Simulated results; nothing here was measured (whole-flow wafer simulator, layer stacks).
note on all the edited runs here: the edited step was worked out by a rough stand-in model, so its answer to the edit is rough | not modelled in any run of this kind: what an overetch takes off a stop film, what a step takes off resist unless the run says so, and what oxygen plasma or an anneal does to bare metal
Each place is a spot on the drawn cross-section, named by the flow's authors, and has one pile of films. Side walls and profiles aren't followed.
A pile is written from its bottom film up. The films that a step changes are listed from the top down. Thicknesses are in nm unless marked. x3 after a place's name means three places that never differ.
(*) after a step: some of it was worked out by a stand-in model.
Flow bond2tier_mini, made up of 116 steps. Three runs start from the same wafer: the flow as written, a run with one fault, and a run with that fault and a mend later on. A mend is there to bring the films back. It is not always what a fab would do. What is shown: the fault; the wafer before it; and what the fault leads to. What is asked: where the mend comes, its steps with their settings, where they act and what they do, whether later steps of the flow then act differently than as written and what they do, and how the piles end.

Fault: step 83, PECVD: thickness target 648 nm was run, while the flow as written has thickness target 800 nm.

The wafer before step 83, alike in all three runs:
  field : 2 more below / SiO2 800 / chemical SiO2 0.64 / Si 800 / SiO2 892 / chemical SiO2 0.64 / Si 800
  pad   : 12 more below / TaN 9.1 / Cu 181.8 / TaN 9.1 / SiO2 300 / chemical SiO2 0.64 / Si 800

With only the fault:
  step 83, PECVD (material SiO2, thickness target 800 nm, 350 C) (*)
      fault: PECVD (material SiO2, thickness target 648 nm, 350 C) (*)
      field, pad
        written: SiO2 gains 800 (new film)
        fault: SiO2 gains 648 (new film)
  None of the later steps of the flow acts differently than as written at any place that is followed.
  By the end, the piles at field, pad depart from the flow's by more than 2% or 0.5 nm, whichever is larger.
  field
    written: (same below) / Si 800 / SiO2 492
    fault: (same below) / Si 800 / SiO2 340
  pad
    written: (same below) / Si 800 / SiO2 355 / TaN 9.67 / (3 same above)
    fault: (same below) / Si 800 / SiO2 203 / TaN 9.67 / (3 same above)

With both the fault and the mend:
  After step 83 comes the mend.
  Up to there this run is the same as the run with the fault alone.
  step 83a, PECVD (material SiO2, thickness target 152 nm, 350 C) (the flow's step 83, run once more with other settings)
      field, pad
        SiO2 gains 152
  None of the later steps of the flow acts differently than as written at any place that is followed.
  At every place that both follow, the piles at the end match the flow's.
